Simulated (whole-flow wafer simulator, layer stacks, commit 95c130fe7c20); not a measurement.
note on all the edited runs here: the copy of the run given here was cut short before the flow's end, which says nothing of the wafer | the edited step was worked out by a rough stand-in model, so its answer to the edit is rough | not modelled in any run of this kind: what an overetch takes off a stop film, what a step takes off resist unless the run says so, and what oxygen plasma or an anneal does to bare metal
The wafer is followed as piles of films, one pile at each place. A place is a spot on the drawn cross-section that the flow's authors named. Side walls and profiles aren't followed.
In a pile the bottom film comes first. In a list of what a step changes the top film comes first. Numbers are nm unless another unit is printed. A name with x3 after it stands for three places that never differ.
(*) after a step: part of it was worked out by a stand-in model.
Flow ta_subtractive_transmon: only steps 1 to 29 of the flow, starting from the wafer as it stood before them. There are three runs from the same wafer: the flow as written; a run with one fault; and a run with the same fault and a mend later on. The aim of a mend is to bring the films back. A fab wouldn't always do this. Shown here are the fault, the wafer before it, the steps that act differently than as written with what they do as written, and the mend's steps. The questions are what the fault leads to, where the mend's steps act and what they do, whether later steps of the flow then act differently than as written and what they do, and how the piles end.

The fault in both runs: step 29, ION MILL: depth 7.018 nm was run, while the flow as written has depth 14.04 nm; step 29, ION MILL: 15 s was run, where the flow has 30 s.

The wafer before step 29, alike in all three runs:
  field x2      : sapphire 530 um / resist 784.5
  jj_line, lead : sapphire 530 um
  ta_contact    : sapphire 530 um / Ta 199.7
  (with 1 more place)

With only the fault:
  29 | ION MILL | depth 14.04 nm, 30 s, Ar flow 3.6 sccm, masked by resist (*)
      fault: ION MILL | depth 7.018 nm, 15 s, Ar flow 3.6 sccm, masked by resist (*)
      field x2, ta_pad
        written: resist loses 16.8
        fault: resist loses 8.39
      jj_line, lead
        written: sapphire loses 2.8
        fault: sapphire loses 1.4
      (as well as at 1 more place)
  Every later step of the flow that is run acts as written at every place that is followed.
  At ta_contact, the piles at the end differ from the flow's by more than 2% or 0.5 nm, whichever is larger.
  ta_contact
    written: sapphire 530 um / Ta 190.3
    fault: sapphire 530 um / Ta 195

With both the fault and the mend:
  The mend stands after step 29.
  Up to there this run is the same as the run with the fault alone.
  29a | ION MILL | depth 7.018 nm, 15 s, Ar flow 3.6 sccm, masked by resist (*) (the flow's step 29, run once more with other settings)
      field x2, ta_pad
        resist loses 8.39
      jj_line, lead
        sapphire loses 1.4
      ta_contact
        Ta loses 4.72
  Every later step of the flow that is run acts as written at every place that is followed.
  The piles end the same as the flow's at every place that both follow.
